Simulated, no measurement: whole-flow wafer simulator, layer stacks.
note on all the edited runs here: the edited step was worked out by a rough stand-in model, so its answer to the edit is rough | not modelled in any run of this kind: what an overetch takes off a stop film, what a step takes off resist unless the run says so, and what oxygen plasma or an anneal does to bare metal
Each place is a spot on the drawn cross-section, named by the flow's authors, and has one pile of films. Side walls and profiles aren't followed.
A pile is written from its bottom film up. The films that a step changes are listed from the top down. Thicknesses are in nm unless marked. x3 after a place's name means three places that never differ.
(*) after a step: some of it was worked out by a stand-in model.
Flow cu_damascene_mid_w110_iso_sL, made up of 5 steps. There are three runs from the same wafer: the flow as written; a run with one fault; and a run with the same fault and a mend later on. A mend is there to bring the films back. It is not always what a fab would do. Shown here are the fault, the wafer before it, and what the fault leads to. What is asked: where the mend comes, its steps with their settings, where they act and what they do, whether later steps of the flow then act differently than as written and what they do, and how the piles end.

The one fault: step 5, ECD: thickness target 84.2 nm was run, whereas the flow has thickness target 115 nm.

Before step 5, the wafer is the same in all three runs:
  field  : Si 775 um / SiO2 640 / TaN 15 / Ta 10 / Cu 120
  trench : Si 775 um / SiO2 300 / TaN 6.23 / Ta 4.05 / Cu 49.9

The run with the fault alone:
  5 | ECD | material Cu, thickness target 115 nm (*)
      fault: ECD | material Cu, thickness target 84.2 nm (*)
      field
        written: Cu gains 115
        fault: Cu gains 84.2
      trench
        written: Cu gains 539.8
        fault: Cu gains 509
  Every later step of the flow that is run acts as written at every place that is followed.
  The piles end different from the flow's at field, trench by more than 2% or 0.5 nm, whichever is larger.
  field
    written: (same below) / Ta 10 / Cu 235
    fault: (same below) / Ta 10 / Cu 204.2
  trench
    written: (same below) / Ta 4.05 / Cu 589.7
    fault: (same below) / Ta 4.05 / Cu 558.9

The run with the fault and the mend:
  The mend follows step 5.
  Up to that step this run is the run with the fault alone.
  5a | ECD | material Cu, thickness target 30.8 nm (the flow's step 5 again, with other settings)
      field, trench
        Cu gains 30.8
  Every later step of the flow that is run acts as written at every place that is followed.
  By the end, the piles equal the flow's at every place that both follow.
